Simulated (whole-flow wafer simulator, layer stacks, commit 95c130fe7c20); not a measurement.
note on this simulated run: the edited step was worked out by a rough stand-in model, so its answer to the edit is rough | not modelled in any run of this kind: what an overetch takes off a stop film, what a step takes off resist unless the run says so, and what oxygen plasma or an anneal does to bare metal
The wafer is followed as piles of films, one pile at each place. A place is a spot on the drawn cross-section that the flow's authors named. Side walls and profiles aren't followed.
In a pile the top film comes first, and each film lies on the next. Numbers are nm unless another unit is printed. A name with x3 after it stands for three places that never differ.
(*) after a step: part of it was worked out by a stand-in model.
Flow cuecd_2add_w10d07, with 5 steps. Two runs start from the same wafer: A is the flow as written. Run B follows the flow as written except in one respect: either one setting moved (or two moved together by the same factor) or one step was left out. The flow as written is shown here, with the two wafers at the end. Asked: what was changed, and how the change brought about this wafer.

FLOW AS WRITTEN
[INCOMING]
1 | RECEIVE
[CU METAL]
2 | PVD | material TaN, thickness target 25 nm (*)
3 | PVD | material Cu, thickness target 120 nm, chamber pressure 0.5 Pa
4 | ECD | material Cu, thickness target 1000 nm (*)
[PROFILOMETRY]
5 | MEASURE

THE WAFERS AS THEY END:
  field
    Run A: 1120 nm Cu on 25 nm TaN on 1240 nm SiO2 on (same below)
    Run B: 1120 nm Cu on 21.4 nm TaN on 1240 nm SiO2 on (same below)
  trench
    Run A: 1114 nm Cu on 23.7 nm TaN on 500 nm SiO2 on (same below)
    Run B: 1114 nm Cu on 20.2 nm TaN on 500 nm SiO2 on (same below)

Cause: step 2, PVD: thickness target 21.4 nm was run, while the flow as written has thickness target 25 nm.
The wafer itself shows it: field has TaN 21.4, and step 2 as written asks for 25 nm.

The path from the change to this, step by step:
  2 | PVD | material TaN, thickness target 25 nm (*)
      field: A +25 TaN (new film) | B +21.4 TaN (new film)
      trench: A +23.7 TaN (new film) | B +20.2 TaN (new film)
